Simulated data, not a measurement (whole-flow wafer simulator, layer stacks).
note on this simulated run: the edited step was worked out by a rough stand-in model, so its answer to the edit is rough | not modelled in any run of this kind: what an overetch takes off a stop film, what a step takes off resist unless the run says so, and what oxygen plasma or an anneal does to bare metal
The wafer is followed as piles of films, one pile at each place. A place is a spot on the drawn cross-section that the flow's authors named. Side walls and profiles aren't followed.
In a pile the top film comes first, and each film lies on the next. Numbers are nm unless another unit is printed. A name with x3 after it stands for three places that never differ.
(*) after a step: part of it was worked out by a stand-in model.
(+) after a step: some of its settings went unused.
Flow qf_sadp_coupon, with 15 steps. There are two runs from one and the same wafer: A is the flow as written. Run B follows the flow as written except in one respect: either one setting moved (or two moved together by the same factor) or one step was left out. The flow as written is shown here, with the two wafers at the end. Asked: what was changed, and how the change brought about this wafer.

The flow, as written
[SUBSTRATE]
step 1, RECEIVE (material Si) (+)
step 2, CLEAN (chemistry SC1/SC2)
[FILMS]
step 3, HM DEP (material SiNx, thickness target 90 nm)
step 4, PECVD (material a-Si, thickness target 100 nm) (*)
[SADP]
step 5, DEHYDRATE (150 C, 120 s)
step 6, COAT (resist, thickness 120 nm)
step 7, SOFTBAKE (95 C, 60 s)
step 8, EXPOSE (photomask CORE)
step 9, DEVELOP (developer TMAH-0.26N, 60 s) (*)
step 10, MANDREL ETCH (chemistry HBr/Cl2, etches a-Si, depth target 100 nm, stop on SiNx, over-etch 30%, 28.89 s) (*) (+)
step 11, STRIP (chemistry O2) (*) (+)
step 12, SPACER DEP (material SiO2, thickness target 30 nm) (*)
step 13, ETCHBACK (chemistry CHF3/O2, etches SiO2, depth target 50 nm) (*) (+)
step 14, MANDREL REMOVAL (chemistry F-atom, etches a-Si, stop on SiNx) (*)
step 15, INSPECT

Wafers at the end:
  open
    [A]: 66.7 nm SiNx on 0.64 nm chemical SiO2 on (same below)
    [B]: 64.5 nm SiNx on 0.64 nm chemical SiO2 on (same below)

Cause: step 4, PECVD: thickness target 85 nm was run, whereas the flow has thickness target 100 nm.

The path from the change to this, step by step:
  step 4, PECVD (material a-Si, thickness target 100 nm) (*)
      m, open: A +100 a-Si (new film) | B +85 a-Si (new film)
  step 10, MANDREL ETCH (chemistry HBr/Cl2, etches a-Si, depth target 100 nm, stop on SiNx, over-etch 30%, 28.89 s) (*) (+)
      open: A -100 a-Si (all of it), -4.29 SiNx | B -85 a-Si (all of it), -6.43 SiNx
  step 14, MANDREL REMOVAL (chemistry F-atom, etches a-Si, stop on SiNx) (*)
      m: A -95.8 a-Si (all of it) | B -80.8 a-Si (all of it)
